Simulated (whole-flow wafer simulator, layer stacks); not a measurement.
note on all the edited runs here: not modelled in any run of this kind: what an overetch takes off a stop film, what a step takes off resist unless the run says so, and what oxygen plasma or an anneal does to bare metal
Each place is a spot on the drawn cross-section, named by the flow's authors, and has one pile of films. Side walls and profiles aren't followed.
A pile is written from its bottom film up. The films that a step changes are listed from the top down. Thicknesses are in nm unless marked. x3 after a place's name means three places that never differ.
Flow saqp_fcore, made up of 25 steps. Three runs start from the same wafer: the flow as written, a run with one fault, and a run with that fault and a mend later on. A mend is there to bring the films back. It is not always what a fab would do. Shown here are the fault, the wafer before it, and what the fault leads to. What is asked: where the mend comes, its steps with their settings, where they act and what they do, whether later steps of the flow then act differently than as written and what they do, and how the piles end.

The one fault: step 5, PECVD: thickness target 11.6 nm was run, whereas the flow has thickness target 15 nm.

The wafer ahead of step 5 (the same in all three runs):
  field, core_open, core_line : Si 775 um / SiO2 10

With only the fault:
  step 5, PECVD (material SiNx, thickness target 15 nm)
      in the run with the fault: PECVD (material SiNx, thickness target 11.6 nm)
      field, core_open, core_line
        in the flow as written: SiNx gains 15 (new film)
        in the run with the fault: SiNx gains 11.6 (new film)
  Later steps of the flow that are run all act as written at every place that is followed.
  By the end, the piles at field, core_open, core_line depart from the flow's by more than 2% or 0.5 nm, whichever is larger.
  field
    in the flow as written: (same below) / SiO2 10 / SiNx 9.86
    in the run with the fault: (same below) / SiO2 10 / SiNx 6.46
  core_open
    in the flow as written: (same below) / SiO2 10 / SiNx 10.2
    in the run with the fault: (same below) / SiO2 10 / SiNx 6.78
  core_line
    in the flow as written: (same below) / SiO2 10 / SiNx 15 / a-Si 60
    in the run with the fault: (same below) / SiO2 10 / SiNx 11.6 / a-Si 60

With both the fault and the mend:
  The mend follows step 5.
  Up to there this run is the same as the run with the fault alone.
  step 5a, PECVD (material SiNx, thickness target 3.4 nm) (the flow's step 5 again, with other settings)
      field, core_open, core_line
        SiNx gains 3.4
  Later steps of the flow that are run all act as written at every place that is followed.
  By the end, the piles equal the flow's at every place that both follow.
